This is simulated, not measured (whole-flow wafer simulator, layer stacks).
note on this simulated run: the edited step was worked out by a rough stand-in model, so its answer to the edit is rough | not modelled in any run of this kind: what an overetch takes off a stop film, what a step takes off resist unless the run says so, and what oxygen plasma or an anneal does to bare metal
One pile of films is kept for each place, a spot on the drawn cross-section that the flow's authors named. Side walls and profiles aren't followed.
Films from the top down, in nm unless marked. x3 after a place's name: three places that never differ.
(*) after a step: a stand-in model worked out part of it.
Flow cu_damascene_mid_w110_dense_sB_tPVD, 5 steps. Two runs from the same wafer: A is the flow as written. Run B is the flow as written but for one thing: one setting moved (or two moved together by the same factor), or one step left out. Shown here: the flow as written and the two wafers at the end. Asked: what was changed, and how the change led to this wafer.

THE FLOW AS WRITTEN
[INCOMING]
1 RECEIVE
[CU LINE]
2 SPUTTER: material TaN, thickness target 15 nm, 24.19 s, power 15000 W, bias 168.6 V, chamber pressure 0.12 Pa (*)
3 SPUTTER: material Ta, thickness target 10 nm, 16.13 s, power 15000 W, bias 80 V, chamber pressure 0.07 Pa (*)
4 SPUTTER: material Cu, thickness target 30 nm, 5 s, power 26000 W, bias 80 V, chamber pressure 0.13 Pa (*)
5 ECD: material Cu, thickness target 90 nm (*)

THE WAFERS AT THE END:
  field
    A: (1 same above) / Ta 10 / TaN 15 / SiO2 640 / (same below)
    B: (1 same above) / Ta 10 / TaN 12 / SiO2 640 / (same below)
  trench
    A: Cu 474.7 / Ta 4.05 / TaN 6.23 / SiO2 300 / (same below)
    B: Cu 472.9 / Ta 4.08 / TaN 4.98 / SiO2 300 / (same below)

The cause: step 2, SPUTTER: thickness target 12 nm was run, where the flow has thickness target 15 nm.
It can be read off the wafer: field has TaN 12, and step 2 as written asks for 15 nm.

How the change led to this, step by step:
  2 SPUTTER: material TaN, thickness target 15 nm, 24.19 s, power 15000 W, bias 168.6 V, chamber pressure 0.12 Pa (*)
      field: A TaN +15 (new film) | B TaN +12 (new film)
      trench: A TaN +6.23 (new film) | B TaN +4.98 (new film)
